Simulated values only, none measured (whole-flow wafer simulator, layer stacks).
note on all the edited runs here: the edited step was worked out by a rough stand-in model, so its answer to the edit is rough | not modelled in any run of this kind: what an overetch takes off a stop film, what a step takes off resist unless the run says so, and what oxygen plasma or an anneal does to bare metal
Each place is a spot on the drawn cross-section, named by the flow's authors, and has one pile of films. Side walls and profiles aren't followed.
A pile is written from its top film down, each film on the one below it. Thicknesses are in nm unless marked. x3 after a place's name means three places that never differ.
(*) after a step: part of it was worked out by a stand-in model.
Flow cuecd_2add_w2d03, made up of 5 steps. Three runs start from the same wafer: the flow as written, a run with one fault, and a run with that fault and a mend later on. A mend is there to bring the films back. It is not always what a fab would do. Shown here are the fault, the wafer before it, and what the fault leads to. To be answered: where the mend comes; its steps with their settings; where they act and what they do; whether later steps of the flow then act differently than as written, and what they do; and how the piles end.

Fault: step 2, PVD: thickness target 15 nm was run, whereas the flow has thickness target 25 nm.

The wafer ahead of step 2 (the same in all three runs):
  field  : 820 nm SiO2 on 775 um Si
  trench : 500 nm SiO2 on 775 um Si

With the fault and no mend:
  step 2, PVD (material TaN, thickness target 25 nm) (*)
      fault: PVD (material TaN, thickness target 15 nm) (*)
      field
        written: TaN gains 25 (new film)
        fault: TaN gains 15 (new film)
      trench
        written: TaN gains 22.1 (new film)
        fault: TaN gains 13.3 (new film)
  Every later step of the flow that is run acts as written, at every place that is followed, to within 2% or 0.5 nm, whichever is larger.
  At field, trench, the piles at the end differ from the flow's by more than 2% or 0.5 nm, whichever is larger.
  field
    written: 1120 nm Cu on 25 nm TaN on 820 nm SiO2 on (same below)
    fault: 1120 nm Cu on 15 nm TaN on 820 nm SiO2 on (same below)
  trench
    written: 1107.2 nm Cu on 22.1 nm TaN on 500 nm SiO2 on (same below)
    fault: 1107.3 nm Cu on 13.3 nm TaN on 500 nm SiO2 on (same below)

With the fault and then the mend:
  The mend follows step 2.
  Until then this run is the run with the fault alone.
  step 2a, PVD (material TaN, thickness target 10 nm) (*) (the flow's step 2, run once more with other settings)
      field
        TaN gains 10
      trench
        TaN gains 8.83
  Every later step of the flow that is run acts as written at every place that is followed.
  At every place that both follow, the piles at the end match the flow's.
